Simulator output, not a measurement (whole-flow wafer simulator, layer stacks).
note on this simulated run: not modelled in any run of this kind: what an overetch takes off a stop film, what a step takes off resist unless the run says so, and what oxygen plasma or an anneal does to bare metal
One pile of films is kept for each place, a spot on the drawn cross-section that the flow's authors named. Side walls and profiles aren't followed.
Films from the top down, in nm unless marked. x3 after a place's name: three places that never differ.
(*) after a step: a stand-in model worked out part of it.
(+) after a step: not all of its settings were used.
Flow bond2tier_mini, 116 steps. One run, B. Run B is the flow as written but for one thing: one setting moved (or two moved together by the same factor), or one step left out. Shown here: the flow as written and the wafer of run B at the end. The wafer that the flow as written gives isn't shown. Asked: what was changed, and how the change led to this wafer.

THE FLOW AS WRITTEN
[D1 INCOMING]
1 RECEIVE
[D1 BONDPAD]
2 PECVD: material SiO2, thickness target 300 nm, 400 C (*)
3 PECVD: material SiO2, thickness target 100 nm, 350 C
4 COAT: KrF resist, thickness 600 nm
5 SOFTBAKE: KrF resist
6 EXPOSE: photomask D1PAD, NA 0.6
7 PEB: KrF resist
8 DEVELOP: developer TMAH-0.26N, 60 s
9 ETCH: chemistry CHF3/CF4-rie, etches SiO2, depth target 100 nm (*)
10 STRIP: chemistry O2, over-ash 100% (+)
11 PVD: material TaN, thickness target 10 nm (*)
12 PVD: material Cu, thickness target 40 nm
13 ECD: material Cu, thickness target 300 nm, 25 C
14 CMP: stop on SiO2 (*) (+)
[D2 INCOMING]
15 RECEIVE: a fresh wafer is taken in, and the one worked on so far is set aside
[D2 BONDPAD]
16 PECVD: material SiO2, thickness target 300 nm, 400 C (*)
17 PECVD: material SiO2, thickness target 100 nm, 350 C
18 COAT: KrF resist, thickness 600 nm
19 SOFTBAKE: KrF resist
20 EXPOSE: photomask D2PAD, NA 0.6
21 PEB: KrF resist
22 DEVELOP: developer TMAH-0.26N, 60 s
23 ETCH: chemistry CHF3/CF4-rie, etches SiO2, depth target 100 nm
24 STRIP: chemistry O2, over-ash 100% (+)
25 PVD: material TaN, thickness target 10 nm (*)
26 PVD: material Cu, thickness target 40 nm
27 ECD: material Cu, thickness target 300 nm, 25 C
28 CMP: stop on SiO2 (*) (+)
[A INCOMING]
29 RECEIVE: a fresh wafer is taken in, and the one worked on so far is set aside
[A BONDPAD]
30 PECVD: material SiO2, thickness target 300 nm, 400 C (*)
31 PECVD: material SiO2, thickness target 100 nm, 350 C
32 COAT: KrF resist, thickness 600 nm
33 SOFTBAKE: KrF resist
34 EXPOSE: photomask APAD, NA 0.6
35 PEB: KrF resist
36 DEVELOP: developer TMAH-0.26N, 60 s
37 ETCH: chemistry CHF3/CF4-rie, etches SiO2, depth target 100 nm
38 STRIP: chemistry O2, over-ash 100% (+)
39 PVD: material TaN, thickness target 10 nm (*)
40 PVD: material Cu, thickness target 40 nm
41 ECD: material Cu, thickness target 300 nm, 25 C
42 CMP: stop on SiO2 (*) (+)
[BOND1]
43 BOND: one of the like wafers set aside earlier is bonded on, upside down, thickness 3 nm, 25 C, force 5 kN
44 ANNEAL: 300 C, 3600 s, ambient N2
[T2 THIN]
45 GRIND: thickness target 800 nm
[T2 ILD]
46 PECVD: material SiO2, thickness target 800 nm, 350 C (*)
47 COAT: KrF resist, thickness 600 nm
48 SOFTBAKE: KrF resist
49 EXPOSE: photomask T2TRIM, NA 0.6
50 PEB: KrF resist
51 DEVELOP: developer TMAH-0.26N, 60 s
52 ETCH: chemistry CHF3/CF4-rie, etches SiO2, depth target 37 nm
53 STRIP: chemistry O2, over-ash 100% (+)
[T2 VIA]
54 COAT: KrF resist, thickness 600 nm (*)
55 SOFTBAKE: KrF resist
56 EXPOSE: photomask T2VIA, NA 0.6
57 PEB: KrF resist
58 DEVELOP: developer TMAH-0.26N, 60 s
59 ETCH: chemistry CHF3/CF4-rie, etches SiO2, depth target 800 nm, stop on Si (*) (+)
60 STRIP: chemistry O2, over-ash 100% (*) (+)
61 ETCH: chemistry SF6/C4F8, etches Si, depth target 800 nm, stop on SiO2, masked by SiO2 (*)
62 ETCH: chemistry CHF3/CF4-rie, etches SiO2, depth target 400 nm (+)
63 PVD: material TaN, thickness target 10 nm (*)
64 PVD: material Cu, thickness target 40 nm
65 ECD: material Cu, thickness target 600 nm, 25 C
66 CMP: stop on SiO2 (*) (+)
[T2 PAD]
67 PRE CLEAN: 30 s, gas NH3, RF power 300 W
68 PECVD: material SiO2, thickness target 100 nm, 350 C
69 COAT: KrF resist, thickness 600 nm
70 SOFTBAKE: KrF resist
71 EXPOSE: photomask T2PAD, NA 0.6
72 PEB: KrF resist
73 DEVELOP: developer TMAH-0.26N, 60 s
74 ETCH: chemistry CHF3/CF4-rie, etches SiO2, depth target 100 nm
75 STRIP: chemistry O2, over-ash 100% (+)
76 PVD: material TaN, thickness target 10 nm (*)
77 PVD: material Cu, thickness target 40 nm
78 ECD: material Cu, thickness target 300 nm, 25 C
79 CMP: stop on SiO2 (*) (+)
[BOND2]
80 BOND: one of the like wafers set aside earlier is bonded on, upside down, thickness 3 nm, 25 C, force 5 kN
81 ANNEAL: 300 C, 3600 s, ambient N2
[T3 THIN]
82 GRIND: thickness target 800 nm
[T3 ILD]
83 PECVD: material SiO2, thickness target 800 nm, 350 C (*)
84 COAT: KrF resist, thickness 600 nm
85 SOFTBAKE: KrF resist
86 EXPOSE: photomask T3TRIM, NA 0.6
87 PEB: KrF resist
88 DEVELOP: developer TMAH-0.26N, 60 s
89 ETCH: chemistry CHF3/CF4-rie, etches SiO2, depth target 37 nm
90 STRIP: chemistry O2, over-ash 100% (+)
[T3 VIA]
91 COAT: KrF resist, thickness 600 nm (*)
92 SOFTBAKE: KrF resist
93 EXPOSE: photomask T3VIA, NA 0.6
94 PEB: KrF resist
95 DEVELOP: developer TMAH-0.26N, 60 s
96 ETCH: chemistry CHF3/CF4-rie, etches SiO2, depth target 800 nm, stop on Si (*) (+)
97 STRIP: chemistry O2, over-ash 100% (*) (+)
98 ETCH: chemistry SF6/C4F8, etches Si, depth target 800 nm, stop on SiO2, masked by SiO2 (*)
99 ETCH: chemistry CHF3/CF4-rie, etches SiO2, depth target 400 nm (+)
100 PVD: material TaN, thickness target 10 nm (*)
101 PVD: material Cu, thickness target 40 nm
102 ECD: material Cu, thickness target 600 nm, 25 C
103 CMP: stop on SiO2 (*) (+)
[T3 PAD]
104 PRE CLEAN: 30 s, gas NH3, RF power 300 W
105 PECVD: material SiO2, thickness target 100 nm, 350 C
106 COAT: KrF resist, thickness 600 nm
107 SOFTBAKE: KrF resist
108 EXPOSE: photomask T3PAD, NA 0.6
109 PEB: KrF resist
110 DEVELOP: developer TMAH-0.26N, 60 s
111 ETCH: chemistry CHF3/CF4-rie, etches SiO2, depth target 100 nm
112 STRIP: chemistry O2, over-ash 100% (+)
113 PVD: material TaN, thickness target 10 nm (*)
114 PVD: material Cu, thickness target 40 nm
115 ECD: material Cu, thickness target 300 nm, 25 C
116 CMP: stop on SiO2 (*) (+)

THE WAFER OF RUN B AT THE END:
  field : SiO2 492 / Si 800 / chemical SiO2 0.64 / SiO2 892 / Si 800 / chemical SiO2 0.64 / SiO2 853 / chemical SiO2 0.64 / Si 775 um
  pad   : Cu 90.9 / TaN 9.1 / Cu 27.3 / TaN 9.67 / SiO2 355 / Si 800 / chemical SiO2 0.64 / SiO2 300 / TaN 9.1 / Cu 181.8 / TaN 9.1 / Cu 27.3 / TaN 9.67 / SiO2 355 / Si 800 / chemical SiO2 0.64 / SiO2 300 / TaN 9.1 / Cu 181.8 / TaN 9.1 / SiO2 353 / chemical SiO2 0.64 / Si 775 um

The cause: step 31, PECVD: thickness target 153 nm was run, where the flow has thickness target 100 nm.

How the change led to this, step by step:
  31 PECVD: material SiO2, thickness target 100 nm, 350 C
      field, pad, via: SiO2 +153 (as written it would be: SiO2 +100)
